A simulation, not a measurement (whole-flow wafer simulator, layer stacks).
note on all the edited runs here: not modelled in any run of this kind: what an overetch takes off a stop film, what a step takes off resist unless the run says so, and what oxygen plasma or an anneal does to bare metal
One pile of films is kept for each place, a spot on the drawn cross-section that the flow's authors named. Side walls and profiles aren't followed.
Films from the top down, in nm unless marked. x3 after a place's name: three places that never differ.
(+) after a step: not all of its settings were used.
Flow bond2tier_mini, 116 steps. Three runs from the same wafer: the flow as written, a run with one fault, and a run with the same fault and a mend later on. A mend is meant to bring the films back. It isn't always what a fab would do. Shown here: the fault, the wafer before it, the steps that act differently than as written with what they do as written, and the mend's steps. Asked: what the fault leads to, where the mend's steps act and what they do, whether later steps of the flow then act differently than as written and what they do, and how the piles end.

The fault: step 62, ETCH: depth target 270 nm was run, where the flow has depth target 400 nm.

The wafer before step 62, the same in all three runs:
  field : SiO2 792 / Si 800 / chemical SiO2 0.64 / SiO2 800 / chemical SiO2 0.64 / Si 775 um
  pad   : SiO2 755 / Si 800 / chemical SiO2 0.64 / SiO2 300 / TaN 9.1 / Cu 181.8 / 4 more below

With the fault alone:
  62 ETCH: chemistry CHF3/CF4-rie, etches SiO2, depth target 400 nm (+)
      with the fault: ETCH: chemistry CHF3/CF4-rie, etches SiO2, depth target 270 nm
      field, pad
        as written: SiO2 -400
        with the fault: SiO2 -270
  No later step of the flow acts differently than as written at any place that is followed.
  At the end the piles differ from the flow's by more than 2% or 0.5 nm, whichever is larger, at field, pad.
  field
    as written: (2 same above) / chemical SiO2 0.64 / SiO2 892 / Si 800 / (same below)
    with the fault: (2 same above) / chemical SiO2 0.64 / SiO2 1022 / Si 800 / (same below)
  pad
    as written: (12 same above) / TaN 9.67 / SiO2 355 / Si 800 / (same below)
    with the fault: (12 same above) / TaN 9.67 / SiO2 485 / Si 800 / (same below)

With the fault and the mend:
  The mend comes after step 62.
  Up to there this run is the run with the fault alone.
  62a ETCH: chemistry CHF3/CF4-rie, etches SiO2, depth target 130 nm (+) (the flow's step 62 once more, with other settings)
      field, pad
        SiO2 -130
  No later step of the flow acts differently than as written at any place that is followed.
  At the end the piles are the same as the flow's at every place that both follow.
